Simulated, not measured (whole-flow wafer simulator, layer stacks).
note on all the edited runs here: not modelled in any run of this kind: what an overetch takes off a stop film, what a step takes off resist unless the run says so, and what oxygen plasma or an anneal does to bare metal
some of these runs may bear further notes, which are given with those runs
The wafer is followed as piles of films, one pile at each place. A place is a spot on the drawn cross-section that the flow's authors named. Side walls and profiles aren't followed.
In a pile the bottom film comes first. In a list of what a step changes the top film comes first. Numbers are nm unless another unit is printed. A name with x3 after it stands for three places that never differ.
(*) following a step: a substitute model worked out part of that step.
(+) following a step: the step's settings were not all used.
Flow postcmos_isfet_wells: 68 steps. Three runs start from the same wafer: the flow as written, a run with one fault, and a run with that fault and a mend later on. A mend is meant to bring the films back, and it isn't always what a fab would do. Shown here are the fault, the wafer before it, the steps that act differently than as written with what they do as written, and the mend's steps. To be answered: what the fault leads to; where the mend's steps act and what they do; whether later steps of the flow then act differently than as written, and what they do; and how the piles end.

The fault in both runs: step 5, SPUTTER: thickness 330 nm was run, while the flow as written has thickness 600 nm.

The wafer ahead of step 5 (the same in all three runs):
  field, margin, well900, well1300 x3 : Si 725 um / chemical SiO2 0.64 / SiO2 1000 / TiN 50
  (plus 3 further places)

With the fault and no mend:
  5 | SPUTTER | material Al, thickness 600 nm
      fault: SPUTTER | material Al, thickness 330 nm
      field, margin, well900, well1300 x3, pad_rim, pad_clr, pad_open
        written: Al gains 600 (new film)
        fault: Al gains 330 (new film)
  Later steps of the flow acting differently than as written:
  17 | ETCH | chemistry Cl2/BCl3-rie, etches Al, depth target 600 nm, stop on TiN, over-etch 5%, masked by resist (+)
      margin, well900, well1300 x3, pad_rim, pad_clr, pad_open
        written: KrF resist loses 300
        fault: KrF resist loses 173.2
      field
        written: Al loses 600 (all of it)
        fault: Al loses 330 (all of it)
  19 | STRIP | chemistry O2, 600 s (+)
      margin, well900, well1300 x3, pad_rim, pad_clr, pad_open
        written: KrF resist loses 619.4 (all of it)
        fault: KrF resist loses 746.1 (all of it)
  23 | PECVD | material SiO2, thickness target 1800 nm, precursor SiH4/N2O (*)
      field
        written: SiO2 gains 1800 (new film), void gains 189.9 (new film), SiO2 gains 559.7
        fault: SiO2 gains 2279.6
  By the end, the piles at field, margin, well900, well1300 x3, pad_rim, pad_clr, pad_open depart from the flow's by more than 2% or 0.5 nm, whichever is larger.
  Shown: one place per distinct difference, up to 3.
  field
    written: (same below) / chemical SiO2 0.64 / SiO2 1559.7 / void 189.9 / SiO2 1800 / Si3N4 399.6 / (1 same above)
    fault: (same below) / chemical SiO2 0.64 / SiO2 3279.6 / Si3N4 399.6 / (1 same above)
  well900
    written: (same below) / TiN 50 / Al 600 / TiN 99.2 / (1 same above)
    fault: (same below) / TiN 50 / Al 330 / TiN 99.2 / (1 same above)
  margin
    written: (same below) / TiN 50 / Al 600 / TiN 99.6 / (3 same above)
    fault: (same below) / TiN 50 / Al 330 / TiN 99.6 / (3 same above)

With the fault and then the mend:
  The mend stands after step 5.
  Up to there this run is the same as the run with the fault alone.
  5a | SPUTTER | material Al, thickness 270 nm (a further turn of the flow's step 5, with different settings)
      field, margin, well900, well1300 x3, pad_rim, pad_clr, pad_open
        Al gains 270
  None of the later steps of the flow acts differently than as written at any place that is followed.
  The piles end the same as the flow's at every place that both follow.
